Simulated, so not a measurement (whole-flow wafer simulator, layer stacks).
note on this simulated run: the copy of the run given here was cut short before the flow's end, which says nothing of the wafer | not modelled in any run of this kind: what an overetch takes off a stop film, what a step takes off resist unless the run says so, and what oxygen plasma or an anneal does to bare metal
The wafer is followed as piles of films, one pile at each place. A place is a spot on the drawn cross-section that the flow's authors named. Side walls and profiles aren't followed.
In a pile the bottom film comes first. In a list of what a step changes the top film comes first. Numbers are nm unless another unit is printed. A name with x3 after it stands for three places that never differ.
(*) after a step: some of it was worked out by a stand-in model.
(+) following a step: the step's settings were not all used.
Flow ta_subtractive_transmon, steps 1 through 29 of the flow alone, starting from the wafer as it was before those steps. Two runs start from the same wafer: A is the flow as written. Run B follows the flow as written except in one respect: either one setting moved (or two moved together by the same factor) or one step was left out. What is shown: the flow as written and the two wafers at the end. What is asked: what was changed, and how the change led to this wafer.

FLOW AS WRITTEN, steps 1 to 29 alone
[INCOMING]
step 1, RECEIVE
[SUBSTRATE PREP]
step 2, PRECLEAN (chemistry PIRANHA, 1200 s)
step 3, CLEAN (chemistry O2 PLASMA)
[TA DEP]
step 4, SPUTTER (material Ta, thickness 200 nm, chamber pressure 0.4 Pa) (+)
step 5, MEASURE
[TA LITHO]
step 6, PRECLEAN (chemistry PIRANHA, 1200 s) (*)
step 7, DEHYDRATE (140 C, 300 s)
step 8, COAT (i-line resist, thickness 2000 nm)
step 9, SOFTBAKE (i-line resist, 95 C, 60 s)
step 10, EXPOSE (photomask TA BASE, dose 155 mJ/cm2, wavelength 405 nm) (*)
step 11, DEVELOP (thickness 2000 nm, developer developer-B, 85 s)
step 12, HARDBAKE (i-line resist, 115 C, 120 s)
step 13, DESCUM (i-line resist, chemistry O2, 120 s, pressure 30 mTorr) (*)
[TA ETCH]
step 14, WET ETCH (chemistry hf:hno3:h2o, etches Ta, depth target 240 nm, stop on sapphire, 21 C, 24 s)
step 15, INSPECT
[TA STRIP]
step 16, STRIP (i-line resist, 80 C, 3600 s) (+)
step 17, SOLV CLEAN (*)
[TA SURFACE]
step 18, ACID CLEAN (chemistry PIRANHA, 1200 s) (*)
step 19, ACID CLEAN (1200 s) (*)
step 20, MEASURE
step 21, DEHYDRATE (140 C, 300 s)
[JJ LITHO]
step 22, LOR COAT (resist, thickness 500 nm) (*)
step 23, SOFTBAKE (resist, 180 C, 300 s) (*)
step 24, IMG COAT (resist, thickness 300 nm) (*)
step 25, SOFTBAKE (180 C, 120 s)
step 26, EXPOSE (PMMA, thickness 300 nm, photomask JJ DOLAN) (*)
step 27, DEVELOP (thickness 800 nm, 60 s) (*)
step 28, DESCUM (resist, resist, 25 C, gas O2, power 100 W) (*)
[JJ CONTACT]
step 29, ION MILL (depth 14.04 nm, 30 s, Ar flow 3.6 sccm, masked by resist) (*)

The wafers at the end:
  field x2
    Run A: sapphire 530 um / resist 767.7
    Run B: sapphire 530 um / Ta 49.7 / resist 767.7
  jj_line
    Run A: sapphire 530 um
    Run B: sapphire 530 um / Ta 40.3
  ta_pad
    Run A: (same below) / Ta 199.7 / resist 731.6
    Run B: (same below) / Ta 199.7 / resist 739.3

The reason: step 14, WET ETCH: 15 s was run, though the flow has 24 s.

The path from the change to this, step by step:
  step 14, WET ETCH (chemistry hf:hno3:h2o, etches Ta, depth target 240 nm, stop on sapphire, 21 C, 24 s)
      field x2, jj_line, lead: A Ta loses 200 (all of it) | B Ta loses 150
  step 22, LOR COAT (resist, thickness 500 nm) (*)
      lead: A resist gains 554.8 (new film) | B resist gains 541.9 (new film)
      ta_contact: A resist gains 443.8 (new film) | B resist gains 456.8 (new film)
  step 27, DEVELOP (thickness 800 nm, 60 s) (*)
      ta_contact: A resist loses 731.2 (all of it) | B resist loses 747.5 (all of it)
  step 29, ION MILL (depth 14.04 nm, 30 s, Ar flow 3.6 sccm, masked by resist) (*)
      jj_line, lead: A sapphire loses 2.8 | B Ta loses 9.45
Taking metal films that touch as one body, field x2 has 1 body; the flow as written gives 0 bodies.
Taking metal films that touch as one body, jj_line has 1 body; the flow as written gives 0 bodies.
